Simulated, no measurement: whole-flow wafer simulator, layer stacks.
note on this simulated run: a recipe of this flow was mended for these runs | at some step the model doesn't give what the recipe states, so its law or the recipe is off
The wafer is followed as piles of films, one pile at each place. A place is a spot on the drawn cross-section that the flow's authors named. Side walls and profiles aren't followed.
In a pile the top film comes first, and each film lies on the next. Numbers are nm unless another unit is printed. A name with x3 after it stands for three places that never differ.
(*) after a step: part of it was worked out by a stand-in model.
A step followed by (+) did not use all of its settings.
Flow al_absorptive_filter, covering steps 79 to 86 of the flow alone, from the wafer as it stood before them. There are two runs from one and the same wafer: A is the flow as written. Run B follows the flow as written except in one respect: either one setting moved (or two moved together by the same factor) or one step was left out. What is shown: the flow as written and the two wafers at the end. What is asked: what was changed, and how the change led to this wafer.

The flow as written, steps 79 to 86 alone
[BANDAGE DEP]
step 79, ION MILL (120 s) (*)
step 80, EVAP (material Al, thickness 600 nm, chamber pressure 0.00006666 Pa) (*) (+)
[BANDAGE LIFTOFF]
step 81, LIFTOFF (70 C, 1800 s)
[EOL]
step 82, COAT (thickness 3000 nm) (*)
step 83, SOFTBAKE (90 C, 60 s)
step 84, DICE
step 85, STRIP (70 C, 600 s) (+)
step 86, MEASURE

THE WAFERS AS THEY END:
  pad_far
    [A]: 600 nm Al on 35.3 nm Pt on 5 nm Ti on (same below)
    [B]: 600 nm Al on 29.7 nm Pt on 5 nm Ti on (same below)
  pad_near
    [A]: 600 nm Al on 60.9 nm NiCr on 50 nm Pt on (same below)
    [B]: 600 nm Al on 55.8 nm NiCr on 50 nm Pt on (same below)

The reason: step 79, ION MILL: 166 s was run, whereas the flow has 120 s.

The path from the change to this, step by step:
  step 79, ION MILL (120 s) (*)
      gnd, ledge, res and 9 more: A -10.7 i-line-resist | B -14.7 i-line-resist
      pad_far: A -14.7 Pt | B -20.3 Pt
      (and at 1 other place as well)
